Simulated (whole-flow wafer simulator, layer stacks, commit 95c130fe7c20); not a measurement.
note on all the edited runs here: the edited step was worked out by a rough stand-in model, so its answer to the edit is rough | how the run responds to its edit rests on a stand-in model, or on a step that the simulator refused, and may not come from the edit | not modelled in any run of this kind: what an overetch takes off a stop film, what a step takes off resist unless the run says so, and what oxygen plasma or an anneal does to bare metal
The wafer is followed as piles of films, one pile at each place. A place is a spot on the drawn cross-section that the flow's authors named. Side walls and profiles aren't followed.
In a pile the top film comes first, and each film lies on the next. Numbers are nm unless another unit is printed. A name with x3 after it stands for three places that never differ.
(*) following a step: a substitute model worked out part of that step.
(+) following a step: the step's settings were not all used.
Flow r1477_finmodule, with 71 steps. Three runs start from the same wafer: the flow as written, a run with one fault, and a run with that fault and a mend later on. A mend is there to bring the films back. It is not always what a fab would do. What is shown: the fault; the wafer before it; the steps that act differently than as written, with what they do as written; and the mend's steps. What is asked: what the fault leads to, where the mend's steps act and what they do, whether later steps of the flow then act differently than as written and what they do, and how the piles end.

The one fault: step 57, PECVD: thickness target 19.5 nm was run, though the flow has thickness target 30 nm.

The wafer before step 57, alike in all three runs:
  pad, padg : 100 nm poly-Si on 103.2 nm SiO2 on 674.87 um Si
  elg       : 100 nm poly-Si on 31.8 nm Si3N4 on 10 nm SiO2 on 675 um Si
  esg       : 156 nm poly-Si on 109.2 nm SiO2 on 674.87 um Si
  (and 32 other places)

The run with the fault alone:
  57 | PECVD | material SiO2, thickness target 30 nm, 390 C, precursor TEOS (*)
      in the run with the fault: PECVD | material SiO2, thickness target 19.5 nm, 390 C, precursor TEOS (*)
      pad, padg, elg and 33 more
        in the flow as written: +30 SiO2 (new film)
        in the run with the fault: +19.5 SiO2 (new film)
  Steps further on in the flow that do not act as written (not shown: 3 more steps that differ only slightly, by at most 2% or 0.5 nm, whichever is larger):
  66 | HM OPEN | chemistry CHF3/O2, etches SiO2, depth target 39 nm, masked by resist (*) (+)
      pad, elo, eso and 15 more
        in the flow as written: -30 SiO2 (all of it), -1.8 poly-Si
        in the run with the fault: -19.5 SiO2 (all of it), -1.95 poly-Si
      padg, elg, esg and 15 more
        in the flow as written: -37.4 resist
        in the run with the fault: -28 resist
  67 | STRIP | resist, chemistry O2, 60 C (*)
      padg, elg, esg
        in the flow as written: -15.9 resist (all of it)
        in the run with the fault: -25.2 resist (all of it)
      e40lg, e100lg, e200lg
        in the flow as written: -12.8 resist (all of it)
        in the run with the fault: -22.1 resist (all of it)
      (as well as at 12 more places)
  The piles end different from the flow's at padg, elg, esg and 15 more by more than 2% or 0.5 nm, whichever is larger.
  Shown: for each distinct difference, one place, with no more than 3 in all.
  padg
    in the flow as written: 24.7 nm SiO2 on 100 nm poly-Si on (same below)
    in the run with the fault: 14.2 nm SiO2 on 100 nm poly-Si on (same below)
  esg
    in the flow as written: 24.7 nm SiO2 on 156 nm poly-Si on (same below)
    in the run with the fault: 14.2 nm SiO2 on 156 nm poly-Si on (same below)
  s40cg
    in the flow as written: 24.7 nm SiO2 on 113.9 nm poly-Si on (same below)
    in the run with the fault: 14.2 nm SiO2 on 113.9 nm poly-Si on (same below)

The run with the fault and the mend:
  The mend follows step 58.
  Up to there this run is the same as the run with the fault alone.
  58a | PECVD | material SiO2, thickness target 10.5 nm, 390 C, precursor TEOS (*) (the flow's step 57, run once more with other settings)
      pad, padg, elg and 33 more
        +10.5 SiO2
  Later steps of the flow that are run all act as written at every place that is followed.
  At every place that both follow, the piles at the end match the flow's.
